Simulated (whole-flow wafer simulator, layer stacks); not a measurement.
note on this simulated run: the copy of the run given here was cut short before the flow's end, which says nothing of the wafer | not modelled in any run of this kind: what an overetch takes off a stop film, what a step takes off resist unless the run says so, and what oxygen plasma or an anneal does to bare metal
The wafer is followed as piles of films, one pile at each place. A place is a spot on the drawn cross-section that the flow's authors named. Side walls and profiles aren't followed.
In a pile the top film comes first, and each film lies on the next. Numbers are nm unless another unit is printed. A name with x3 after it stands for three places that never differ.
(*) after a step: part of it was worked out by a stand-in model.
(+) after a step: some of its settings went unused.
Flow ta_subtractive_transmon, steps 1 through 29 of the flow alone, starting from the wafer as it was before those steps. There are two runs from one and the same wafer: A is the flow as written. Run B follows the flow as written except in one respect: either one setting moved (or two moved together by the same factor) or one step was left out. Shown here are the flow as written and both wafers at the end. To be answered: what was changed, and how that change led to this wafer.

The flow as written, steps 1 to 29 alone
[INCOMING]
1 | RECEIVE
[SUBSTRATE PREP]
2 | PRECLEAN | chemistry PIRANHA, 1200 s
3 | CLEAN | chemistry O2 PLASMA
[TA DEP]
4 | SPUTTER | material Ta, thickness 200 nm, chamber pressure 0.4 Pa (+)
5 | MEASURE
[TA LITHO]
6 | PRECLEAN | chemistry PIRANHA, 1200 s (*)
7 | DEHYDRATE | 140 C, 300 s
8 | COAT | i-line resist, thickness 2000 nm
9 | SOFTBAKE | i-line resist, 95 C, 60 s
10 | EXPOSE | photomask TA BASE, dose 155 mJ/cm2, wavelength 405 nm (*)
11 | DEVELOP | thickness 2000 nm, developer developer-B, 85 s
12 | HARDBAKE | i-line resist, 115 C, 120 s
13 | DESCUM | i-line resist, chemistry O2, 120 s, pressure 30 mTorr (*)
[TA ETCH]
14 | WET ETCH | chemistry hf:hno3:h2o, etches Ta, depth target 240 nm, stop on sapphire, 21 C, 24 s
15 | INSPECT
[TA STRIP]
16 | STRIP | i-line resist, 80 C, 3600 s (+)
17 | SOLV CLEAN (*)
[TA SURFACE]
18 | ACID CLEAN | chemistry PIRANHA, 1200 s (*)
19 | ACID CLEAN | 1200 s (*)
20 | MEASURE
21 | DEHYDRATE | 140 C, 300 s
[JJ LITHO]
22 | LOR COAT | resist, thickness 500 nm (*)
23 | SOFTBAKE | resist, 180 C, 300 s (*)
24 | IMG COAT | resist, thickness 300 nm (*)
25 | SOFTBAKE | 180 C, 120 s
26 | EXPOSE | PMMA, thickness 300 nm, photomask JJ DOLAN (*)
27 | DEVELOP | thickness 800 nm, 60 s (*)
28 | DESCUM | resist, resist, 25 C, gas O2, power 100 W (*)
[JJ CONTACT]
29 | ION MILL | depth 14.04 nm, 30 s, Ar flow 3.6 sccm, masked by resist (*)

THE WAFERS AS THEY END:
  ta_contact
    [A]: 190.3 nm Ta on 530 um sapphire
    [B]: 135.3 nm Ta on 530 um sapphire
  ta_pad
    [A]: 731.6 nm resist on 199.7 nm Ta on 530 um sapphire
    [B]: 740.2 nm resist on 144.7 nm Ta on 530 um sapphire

The reason: step 4, SPUTTER: thickness 145 nm was run, whereas the flow has thickness 200 nm.

How this came from the change, step by step:
  4 | SPUTTER | material Ta, thickness 200 nm, chamber pressure 0.4 Pa (+)
      field x2, jj_line, lead, ta_contact, ta_pad: A +200 Ta (new film) | B +145 Ta (new film)
  14 | WET ETCH | chemistry hf:hno3:h2o, etches Ta, depth target 240 nm, stop on sapphire, 21 C, 24 s
      field x2, jj_line, lead: A -200 Ta (all of it) | B -145 Ta (all of it)
  22 | LOR COAT | resist, thickness 500 nm (*)
      lead: A +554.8 resist (new film) | B +540.5 resist (new film)
      ta_contact: A +443.8 resist (new film) | B +458.2 resist (new film)
  27 | DEVELOP | thickness 800 nm, 60 s (*)
      lead: A -867.4 resist (all of it) | B -849.6 resist (all of it)
      ta_contact: A -731.2 resist (all of it) | B -749.2 resist (all of it)
